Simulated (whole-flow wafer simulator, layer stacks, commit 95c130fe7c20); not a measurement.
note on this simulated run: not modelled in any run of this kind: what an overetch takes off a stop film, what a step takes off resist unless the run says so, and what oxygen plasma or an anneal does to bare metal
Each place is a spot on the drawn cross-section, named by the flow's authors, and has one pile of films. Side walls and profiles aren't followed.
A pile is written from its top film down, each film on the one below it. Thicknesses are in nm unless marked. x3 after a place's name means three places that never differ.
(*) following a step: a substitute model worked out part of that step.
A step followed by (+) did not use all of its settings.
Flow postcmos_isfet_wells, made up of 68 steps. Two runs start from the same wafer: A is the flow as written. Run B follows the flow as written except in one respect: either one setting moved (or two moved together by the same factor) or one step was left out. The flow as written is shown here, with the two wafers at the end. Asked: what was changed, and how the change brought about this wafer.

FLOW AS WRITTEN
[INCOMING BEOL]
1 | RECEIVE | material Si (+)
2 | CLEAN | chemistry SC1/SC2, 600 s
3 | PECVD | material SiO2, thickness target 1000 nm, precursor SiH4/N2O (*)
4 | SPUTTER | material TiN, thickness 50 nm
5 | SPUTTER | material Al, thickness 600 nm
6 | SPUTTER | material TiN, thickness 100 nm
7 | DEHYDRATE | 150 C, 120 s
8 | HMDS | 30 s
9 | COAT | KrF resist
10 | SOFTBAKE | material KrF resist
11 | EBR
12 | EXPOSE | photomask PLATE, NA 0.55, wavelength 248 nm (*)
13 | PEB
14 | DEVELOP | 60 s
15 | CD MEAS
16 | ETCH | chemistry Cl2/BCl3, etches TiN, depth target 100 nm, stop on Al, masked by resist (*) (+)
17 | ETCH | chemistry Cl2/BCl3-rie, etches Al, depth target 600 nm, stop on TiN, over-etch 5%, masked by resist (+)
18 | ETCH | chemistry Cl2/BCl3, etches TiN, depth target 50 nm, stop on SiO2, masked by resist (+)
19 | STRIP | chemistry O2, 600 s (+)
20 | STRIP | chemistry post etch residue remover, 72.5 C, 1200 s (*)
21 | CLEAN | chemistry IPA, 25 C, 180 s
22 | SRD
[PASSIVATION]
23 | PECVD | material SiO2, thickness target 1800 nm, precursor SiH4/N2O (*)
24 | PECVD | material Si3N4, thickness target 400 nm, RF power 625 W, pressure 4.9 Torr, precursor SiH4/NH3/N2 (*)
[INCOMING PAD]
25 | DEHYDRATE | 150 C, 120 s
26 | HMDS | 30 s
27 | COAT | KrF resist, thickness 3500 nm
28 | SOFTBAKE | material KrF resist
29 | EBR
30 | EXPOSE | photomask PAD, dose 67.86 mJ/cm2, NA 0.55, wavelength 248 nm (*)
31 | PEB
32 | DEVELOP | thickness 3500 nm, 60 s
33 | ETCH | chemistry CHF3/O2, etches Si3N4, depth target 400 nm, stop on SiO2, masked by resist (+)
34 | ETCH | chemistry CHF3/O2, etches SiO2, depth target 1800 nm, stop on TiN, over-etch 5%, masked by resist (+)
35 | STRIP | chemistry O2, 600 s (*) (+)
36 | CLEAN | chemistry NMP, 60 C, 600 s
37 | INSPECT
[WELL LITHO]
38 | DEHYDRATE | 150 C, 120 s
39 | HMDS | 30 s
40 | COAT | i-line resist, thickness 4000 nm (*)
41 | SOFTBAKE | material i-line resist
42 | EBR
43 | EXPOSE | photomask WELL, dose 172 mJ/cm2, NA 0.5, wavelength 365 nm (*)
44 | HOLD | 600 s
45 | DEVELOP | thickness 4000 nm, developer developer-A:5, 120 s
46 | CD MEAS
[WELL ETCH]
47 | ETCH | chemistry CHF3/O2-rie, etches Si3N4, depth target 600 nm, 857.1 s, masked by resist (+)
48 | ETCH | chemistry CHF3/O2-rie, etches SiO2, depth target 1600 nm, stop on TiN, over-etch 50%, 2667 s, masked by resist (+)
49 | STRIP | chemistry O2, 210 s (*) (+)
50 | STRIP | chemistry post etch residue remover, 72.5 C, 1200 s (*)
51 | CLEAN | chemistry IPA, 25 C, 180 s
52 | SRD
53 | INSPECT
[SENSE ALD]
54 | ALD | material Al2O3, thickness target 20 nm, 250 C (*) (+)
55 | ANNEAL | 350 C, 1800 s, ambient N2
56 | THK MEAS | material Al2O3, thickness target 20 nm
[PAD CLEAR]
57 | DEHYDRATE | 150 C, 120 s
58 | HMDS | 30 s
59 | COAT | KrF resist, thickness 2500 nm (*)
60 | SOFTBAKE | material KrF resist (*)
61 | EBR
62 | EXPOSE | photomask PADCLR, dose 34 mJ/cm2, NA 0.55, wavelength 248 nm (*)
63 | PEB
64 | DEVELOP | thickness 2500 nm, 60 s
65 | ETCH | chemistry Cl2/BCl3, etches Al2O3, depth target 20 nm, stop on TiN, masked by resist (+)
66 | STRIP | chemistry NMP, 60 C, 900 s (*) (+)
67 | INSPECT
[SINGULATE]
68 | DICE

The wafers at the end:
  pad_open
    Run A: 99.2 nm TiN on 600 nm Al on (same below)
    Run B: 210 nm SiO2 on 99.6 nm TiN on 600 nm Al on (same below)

What caused this: step 33, ETCH: depth target 200 nm was run, whereas the flow has depth target 400 nm.

How this came from the change, step by step:
  33 | ETCH | chemistry CHF3/O2, etches Si3N4, depth target 400 nm, stop on SiO2, masked by resist (+)
      pad_open: A -400 Si3N4 (all of it) | B -200 Si3N4
      field, margin, well900, well1300, well2000, well3000, pad_rim, pad_clr: A -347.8 KrF resist | B -173.9 KrF resist
  34 | ETCH | chemistry CHF3/O2, etches SiO2, depth target 1800 nm, stop on TiN, over-etch 5%, masked by resist (+)
      pad_open: A -1800 SiO2 (all of it) | B -200 Si3N4 (all of it), -1590 SiO2
  35 | STRIP | chemistry O2, 600 s (*) (+)
      field, margin, well900, well1300, well2000, well3000, pad_rim, pad_clr: A -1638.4 KrF resist (all of it) | B -1812.3 KrF resist (all of it)
  41 | SOFTBAKE | material i-line resist
      pad_clr: A -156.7 i-line resist | B -135.9 i-line resist
      pad_open: A +115.3 i-line resist | B +105.9 i-line resist
  49 | STRIP | chemistry O2, 210 s (*) (+)
      pad_clr: A -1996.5 i-line resist (all of it) | B -2083 i-line resist (all of it)
      pad_open: A -3816.3 i-line resist (all of it) | B -3731.6 i-line resist (all of it)
  59 | COAT | KrF resist, thickness 2500 nm (*)
      pad_rim: A +1976.4 KrF resist (new film) | B +2024.2 KrF resist (new film)
      pad_clr: A +1691.6 KrF resist (new film) | B +1762.2 KrF resist (new film)
  60 | SOFTBAKE | material KrF resist (*)
      pad_clr: A -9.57 KrF resist | B -8.69 KrF resist
  64 | DEVELOP | thickness 2500 nm, 60 s
      pad_clr: A -1682 KrF resist (all of it) | B -1753.5 KrF resist (all of it)
  66 | STRIP | chemistry NMP, 60 C, 900 s (*) (+)
      pad_rim: A -1937.7 KrF resist (all of it) | B -1985.3 KrF resist (all of it)
